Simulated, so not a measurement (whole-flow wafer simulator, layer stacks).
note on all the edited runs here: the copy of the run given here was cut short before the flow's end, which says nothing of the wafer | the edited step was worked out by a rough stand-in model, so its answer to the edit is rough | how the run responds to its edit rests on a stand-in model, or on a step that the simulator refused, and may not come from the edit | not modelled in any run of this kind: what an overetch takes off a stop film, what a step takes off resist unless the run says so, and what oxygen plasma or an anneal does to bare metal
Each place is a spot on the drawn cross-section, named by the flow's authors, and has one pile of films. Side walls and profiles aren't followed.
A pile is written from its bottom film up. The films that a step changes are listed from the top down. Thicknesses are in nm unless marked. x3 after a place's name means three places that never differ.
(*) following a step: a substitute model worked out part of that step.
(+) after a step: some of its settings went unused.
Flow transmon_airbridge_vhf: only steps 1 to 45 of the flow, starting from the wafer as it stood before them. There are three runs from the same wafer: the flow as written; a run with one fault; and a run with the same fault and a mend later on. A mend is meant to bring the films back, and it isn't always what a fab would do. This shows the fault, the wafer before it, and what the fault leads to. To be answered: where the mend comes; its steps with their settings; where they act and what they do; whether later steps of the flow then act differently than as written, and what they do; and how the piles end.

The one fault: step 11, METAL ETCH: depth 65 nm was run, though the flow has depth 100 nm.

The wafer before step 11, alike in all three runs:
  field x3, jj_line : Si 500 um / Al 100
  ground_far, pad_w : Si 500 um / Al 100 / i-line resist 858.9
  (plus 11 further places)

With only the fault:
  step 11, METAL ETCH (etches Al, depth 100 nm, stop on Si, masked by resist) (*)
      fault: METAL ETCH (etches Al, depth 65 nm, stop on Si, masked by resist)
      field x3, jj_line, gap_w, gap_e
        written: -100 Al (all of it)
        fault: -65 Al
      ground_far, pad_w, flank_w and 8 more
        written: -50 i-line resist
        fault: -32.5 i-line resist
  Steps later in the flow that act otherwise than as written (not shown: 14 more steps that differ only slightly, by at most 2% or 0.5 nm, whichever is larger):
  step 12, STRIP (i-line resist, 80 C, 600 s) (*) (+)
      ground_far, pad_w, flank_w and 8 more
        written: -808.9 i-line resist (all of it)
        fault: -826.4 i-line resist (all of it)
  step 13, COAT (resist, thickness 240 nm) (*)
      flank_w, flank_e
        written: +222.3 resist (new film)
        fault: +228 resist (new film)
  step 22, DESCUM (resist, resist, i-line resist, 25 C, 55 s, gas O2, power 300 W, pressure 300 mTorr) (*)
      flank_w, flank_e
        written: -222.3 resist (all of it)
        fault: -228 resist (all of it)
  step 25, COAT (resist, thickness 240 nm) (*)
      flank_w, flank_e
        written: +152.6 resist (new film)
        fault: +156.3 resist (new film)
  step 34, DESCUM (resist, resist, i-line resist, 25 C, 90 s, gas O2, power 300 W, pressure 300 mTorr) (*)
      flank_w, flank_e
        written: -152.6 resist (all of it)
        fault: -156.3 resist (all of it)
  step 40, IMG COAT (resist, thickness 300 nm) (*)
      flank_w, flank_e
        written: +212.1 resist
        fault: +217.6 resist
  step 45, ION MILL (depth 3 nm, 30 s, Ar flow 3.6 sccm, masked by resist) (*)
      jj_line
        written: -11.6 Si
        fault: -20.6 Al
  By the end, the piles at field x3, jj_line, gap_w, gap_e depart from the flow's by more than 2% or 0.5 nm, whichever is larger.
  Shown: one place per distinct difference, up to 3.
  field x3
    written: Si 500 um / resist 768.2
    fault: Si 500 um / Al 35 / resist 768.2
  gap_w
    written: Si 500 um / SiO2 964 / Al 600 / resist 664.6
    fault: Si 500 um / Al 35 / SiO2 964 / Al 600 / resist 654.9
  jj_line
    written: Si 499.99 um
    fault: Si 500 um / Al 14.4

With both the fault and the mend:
  The mend follows step 12.
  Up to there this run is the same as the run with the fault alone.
  step 12a, COAT (i-line resist, thickness 900 nm) (*) (the flow's step 6 again)
      field x3, jj_line, trace_open_s x2, margin_s, bridge_strip, margin_n
        +900 i-line resist (new film)
      pad_w, pad_e
        +892 i-line resist (new film)
      flank_w, flank_e
        +884.8 i-line resist (new film)
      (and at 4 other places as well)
  step 12b, SOFTBAKE (i-line resist, 90 C, 90 s) (the flow's step 7 again)
      flank_w, flank_e
        -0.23 i-line resist
      gap_w, gap_e
        +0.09 i-line resist
      cpw_trace
        -0.05 i-line resist
  step 12c, EXPOSE (i-line resist, thickness 900 nm, photomask AB CPW, dose 155.4 mJ/cm2, NA 0.45, wavelength 365 nm) (*) (the flow's step 8 again)
      alters no film at any place that is followed
  step 12d, PEB (i-line resist, 110 C, 60 s) (the flow's step 9 again)
      field x3, jj_line, trace_open_s x2, margin_s, bridge_strip, margin_n
        -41 i-line resist
      pad_w, pad_e
        -40.7 i-line resist
      flank_w, flank_e
        -40.3 i-line resist
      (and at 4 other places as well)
  step 12e, DEVELOP (i-line resist, thickness 900 nm, developer developer-B, 60 s) (the flow's step 10 again)
      cpw_trace, trace_open_s x2, margin_s, bridge_strip, margin_n
        -0.03 i-line resist
      field x3, jj_line
        -859 i-line resist (all of it)
      gap_w, gap_e
        -892.9 i-line resist (all of it)
  step 12f, METAL ETCH (etches Al, depth 35 nm, stop on Si, masked by resist) (*) (the flow's step 11 again, with other settings)
      ground_far, pad_w, flank_w and 8 more
        -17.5 i-line resist
      field x3, jj_line, gap_w, gap_e
        -35 Al (all of it)
  step 12g, STRIP (i-line resist, 80 C, 600 s) (*) (+) (the flow's step 12 again)
      trace_open_s x2, margin_s, bridge_strip, margin_n
        -841.4 i-line resist (all of it)
      pad_w, pad_e
        -833.8 i-line resist (all of it)
      flank_w, flank_e
        -826.7 i-line resist (all of it)
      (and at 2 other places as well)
  Later steps of the flow that are run all act as written at every place that is followed.
  By the end, the piles equal the flow's at every place that both follow.
